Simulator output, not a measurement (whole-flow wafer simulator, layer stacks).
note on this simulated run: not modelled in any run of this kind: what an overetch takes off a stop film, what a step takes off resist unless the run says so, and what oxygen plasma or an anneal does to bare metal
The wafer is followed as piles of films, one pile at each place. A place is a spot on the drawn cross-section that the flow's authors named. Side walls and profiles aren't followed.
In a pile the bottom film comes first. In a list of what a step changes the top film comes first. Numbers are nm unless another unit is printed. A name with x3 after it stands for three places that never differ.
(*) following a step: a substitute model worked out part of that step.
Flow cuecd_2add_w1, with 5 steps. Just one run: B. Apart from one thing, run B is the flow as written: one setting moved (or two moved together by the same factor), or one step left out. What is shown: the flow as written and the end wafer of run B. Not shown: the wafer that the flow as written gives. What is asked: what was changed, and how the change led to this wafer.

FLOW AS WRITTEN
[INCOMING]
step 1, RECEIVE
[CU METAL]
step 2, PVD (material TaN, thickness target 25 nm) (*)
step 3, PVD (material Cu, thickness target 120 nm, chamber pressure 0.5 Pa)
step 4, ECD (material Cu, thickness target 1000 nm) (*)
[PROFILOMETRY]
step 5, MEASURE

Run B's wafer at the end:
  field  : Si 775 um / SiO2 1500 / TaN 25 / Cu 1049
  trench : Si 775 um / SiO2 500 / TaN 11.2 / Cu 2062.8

The reason: step 3, PVD: thickness target 49 nm was run, while the flow as written has thickness target 120 nm.

Step by step, how the change led to this:
  step 3, PVD (material Cu, thickness target 120 nm, chamber pressure 0.5 Pa)
      field: Cu gains 49 (new film) (as written it would have been: Cu gains 120 (new film))
      trench: Cu gains 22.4 (new film) (as written it would have been: Cu gains 53.6 (new film))
